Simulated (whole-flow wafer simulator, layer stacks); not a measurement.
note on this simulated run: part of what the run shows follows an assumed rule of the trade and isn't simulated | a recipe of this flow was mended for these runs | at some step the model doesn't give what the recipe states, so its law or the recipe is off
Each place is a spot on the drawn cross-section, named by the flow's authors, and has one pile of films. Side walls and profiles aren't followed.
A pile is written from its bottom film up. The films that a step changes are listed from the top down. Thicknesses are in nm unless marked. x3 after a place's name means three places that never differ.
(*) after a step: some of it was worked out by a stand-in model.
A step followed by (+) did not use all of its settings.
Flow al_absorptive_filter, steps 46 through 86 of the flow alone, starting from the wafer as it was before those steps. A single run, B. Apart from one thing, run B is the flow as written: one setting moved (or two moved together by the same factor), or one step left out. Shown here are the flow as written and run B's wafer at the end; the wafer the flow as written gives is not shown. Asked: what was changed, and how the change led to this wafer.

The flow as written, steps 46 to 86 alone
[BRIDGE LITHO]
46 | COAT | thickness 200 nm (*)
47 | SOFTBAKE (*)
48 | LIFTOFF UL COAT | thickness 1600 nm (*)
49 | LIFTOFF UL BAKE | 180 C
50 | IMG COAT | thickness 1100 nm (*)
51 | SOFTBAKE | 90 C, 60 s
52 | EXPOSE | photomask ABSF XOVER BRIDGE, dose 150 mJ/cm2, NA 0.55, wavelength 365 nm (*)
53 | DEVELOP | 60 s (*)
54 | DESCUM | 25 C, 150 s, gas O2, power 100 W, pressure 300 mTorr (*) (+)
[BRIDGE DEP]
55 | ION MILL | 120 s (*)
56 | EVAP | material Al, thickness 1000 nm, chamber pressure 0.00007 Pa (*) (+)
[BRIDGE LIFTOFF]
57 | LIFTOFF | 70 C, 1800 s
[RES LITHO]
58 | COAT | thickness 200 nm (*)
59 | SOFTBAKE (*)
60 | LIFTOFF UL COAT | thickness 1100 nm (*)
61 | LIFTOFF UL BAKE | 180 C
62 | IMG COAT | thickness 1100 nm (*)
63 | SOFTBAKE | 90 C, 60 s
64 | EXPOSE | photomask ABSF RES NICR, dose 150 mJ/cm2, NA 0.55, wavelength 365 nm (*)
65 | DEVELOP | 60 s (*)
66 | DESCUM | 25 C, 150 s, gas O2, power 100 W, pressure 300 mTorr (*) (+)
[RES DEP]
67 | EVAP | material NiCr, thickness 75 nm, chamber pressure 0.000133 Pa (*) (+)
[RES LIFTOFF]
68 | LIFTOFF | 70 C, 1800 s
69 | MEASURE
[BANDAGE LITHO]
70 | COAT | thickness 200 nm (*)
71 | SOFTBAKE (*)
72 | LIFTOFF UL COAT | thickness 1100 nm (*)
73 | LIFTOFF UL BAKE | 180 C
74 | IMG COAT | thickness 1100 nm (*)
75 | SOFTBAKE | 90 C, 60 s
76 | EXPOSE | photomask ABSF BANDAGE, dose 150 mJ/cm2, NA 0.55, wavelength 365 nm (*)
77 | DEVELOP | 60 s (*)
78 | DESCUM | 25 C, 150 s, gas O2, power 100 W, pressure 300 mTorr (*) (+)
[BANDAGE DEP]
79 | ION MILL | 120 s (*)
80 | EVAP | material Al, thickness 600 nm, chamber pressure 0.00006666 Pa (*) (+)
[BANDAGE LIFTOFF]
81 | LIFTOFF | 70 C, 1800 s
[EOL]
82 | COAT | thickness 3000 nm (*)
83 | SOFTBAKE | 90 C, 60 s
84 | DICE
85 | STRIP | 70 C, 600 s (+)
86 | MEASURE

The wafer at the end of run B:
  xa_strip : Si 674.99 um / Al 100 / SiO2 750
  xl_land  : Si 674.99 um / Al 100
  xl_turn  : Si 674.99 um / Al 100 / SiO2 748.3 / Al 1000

What caused this: step 54, DESCUM: 63 s was run, whereas the flow has 150 s.

How this came from the change, step by step:
  54 | DESCUM | 25 C, 150 s, gas O2, power 100 W, pressure 300 mTorr (*) (+)
      xa_strip: acrylic-e-beam-resist loses 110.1 (as written it would have been: acrylic-e-beam-resist loses 156.7 (all of it))
      xl_land: acrylic-e-beam-resist loses 110.1 (as written it would have been: acrylic-e-beam-resist loses 218.5 (all of it))
      (also at 11 further places)
  55 | ION MILL | 120 s (*)
      xa_strip: acrylic-e-beam-resist loses 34 (as written it would have been: SiO2 loses 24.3)
      xl_land: acrylic-e-beam-resist loses 34 (as written it would have been: Al loses 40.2)
      (also at 1 further place)
  56 | EVAP | material Al, thickness 1000 nm, chamber pressure 0.00007 Pa (*) (+)
      xl_land: Al gains 1000 (new film) (as written it would have been: Al gains 1000)
  57 | LIFTOFF | 70 C, 1800 s
      xa_strip: Al loses 1000 (all of it), acrylic-e-beam-resist loses 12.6 (all of it) (as written it would have been: nothing)
      xl_land: Al loses 1000 (all of it), acrylic-e-beam-resist loses 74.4 (all of it) (as written it would have been: nothing)
      (also at 10 further places)
  58 | COAT | thickness 200 nm (*)
      xa_margin: acrylic-e-beam-resist gains 87.1 (new film) (as written it would have been: acrylic-e-beam-resist gains 288.1 (new film))
      xa_strip: acrylic-e-beam-resist gains 156.7 (new film) (as written it would have been: acrylic-e-beam-resist gains 66.9 (new film))
      (also at 2 further places)
  60 | LIFTOFF UL COAT | thickness 1100 nm (*)
      xa_margin: lift-off-underlayer gains 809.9 (new film) (as written it would have been: lift-off-underlayer gains 1021 (new film))
      xa_strip: lift-off-underlayer gains 788.7 (new film) (as written it would have been: lift-off-underlayer gains 459.8 (new film))
      (also at 2 further places)
  62 | IMG COAT | thickness 1100 nm (*)
      xa_margin: i-line-resist gains 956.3 (new film) (as written it would have been: i-line-resist gains 741.1 (new film))
      xa_strip: i-line-resist gains 901 (new film) (as written it would have been: i-line-resist gains 577.9 (new film))
      (also at 2 further places)
  63 | SOFTBAKE | 90 C, 60 s
      xa_margin: i-line-resist loses 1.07 (as written it would have been: i-line-resist loses 3.13)
      xa_strip: i-line-resist loses 2.69 (as written it would have been: i-line-resist loses 4.64)
      (also at 2 further places)
  68 | LIFTOFF | 70 C, 1800 s
      xa_margin: NiCr loses 75 (all of it), i-line-resist loses 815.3 (all of it), lift-off-underlayer loses 809.9 (all of it), acrylic-e-beam-resist loses 87.1 (all of it) (as written it would have been: NiCr loses 75 (all of it), i-line-resist loses 598.1 (all of it), lift-off-underlayer loses 1021 (all of it), acrylic-e-beam-resist loses 288.1 (all of it))
      xa_strip: NiCr loses 75 (all of it), i-line-resist loses 758.4 (all of it), lift-off-underlayer loses 788.7 (all of it), acrylic-e-beam-resist loses 156.7 (all of it) (as written it would have been: NiCr loses 75 (all of it), i-line-resist loses 433.3 (all of it), lift-off-underlayer loses 459.8 (all of it), acrylic-e-beam-resist loses 66.9 (all of it))
      (also at 2 further places)
  70 | COAT | thickness 200 nm (*)
      xa_margin: acrylic-e-beam-resist gains 87.1 (new film) (as written it would have been: acrylic-e-beam-resist gains 288.1 (new film))
      xa_strip: acrylic-e-beam-resist gains 156.7 (new film) (as written it would have been: acrylic-e-beam-resist gains 66.9 (new film))
      (also at 2 further places)
  72 | LIFTOFF UL COAT | thickness 1100 nm (*)
      xa_margin: lift-off-underlayer gains 809.9 (new film) (as written it would have been: lift-off-underlayer gains 1021 (new film))
      xa_strip: lift-off-underlayer gains 788.7 (new film) (as written it would have been: lift-off-underlayer gains 459.8 (new film))
      (also at 2 further places)
  74 | IMG COAT | thickness 1100 nm (*)
      xa_margin: i-line-resist gains 956.3 (new film) (as written it would have been: i-line-resist gains 741.1 (new film))
      xa_strip: i-line-resist gains 901 (new film) (as written it would have been: i-line-resist gains 577.9 (new film))
      (also at 2 further places)
  75 | SOFTBAKE | 90 C, 60 s
      xa_margin: i-line-resist loses 1.07 (as written it would have been: i-line-resist loses 3.13)
      xa_strip: i-line-resist loses 2.69 (as written it would have been: i-line-resist loses 4.64)
      (also at 2 further places)
  81 | LIFTOFF | 70 C, 1800 s
      xa_margin: Al loses 600 (all of it), i-line-resist loses 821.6 (all of it), lift-off-underlayer loses 809.9 (all of it), acrylic-e-beam-resist loses 87.1 (all of it) (as written it would have been: Al loses 600 (all of it), i-line-resist loses 604.4 (all of it), lift-off-underlayer loses 1021 (all of it), acrylic-e-beam-resist loses 288.1 (all of it))
      xa_strip: Al loses 600 (all of it), i-line-resist loses 764.7 (all of it), lift-off-underlayer loses 788.7 (all of it), acrylic-e-beam-resist loses 156.7 (all of it) (as written it would have been: Al loses 600 (all of it), i-line-resist loses 439.6 (all of it), lift-off-underlayer loses 459.8 (all of it), acrylic-e-beam-resist loses 66.9 (all of it))
      (also at 2 further places)
  82 | COAT | thickness 3000 nm (*)
      xa_margin: i-line-resist gains 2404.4 (new film) (as written it would have been: i-line-resist gains 2563.4 (new film))
      xa_strip: i-line-resist gains 2391.8 (new film) (as written it would have been: i-line-resist gains 1594.3 (new film))
      (also at 2 further places)
  83 | SOFTBAKE | 90 C, 60 s
      xa_margin: i-line-resist loses 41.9 (as written it would have been: i-line-resist loses 94.2)
      xa_strip: i-line-resist loses 51.2 (as written it would have been: i-line-resist loses 117.3)
      (also at 2 further places)
  85 | STRIP | 70 C, 600 s (+)
      xa_margin: i-line-resist loses 2362.6 (all of it) (as written it would have been: i-line-resist loses 2469.3 (all of it))
      xa_strip: i-line-resist loses 2340.6 (all of it) (as written it would have been: i-line-resist loses 1477 (all of it))
      (also at 2 further places)
Taking metal films that touch as one body, xa_strip has 1 body; the flow as written gives 2 bodies (between them, from the top down: SiO2 725.7).
